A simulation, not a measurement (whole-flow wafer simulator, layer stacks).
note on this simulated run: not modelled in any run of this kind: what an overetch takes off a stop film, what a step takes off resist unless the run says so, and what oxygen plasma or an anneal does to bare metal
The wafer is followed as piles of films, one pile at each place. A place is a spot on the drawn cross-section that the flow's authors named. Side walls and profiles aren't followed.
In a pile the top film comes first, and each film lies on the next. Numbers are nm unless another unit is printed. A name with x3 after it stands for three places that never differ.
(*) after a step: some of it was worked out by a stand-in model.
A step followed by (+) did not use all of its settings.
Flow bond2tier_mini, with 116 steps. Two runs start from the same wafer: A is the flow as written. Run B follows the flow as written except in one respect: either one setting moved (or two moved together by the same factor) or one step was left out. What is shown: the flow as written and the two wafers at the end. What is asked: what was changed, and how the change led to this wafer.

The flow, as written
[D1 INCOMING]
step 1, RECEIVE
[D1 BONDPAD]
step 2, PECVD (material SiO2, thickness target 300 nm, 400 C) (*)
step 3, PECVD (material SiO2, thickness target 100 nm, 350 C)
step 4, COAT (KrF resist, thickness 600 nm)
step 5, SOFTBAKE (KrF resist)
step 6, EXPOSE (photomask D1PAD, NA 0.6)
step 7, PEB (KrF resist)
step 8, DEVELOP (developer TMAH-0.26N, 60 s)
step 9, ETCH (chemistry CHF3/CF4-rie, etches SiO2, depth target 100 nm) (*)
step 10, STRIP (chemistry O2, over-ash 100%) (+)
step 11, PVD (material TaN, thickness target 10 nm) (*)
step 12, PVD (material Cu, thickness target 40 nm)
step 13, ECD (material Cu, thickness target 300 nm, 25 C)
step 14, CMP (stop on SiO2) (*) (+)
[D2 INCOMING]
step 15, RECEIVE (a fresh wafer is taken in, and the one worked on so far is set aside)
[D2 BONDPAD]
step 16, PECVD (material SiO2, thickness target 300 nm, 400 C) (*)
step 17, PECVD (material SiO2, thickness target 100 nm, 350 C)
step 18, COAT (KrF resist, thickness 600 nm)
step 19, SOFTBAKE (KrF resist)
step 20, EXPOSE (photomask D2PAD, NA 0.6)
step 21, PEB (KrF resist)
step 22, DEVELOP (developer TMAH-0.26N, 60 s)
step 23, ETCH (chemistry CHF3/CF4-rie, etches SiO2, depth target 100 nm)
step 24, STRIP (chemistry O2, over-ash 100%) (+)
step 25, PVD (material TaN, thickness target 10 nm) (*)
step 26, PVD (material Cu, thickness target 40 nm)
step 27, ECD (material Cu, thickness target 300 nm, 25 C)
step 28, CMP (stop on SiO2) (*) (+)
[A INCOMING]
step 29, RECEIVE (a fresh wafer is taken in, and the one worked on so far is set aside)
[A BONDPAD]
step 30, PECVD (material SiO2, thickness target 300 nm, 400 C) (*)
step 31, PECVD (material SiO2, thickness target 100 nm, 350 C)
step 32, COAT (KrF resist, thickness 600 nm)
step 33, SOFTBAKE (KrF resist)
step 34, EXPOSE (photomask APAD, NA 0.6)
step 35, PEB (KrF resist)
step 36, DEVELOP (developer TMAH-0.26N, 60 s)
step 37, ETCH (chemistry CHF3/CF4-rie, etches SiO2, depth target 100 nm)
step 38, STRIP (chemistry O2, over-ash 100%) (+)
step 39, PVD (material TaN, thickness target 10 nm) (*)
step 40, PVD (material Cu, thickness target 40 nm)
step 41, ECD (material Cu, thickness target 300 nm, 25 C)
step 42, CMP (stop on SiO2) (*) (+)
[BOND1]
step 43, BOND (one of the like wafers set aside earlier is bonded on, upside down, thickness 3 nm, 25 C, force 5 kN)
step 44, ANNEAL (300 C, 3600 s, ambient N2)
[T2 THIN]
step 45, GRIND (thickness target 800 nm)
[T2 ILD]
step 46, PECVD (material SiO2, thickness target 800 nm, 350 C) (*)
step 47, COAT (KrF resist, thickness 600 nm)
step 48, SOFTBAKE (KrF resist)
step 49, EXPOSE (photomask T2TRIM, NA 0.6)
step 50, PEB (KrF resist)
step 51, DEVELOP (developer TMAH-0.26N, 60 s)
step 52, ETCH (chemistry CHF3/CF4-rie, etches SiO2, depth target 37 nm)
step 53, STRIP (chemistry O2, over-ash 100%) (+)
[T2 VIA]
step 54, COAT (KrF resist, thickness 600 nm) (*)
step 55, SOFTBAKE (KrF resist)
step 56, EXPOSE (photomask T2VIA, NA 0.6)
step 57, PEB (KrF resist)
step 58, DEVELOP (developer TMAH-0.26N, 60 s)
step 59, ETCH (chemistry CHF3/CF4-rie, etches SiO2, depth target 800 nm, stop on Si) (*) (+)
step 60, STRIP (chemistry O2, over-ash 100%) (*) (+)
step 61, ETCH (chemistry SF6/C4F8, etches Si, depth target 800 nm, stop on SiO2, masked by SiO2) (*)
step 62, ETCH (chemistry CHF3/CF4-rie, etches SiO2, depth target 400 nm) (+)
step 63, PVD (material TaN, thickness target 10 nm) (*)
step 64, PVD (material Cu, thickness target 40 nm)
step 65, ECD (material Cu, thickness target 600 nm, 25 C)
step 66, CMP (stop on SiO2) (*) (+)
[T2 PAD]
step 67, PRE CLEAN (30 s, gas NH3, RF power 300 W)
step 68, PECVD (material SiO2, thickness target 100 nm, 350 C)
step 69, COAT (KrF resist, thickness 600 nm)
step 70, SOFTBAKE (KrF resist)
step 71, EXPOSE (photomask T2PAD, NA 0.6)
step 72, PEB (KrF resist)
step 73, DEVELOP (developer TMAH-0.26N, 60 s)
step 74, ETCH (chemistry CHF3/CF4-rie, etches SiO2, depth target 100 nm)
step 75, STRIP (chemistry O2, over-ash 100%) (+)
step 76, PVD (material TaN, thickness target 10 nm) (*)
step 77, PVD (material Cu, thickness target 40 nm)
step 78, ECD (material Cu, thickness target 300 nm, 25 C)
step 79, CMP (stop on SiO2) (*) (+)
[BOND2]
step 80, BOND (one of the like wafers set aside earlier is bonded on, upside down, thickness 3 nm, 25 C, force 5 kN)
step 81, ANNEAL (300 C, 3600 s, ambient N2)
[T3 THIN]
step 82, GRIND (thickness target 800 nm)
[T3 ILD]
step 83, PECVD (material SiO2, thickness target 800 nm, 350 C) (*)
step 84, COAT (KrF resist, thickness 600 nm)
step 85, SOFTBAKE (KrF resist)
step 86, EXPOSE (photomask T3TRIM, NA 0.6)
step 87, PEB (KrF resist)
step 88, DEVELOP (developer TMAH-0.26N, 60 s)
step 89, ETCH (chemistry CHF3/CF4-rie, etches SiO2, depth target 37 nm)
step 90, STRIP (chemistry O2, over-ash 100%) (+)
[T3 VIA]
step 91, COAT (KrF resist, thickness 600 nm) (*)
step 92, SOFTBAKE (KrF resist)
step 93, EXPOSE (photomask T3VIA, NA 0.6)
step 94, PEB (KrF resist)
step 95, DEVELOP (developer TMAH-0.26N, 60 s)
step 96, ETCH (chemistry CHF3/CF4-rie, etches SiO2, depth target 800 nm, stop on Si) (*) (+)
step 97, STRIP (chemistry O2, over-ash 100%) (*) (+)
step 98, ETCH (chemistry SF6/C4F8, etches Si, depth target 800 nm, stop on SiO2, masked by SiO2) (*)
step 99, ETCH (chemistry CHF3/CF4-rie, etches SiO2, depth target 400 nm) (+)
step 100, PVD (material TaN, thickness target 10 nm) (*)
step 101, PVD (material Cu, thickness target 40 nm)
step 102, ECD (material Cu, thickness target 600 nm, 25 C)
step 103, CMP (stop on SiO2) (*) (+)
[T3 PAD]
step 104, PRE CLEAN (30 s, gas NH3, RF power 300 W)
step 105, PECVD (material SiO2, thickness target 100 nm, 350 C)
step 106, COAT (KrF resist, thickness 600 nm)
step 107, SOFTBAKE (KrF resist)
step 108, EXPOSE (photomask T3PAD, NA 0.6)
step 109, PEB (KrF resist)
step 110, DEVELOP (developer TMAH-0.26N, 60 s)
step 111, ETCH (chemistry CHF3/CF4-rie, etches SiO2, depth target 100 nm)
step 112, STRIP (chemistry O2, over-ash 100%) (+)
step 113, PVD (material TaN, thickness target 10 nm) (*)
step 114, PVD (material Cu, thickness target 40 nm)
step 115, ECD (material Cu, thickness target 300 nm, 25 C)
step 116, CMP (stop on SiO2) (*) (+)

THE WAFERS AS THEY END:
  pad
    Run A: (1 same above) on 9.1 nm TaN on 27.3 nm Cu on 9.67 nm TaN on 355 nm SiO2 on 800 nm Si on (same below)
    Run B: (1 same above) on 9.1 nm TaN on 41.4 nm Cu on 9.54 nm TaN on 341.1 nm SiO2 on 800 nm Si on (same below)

What caused this: step 89, ETCH: depth target 50.9 nm was run, though the flow has depth target 37 nm.

How this came from the change, step by step:
  step 89, ETCH (chemistry CHF3/CF4-rie, etches SiO2, depth target 37 nm)
      field: A KrF resist loses 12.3 | B KrF resist loses 17
      pad: A SiO2 loses 37 | B SiO2 loses 50.9
  step 102, ECD (material Cu, thickness target 600 nm, 25 C)
      pad: A Cu gains 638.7 | B Cu gains 653.2
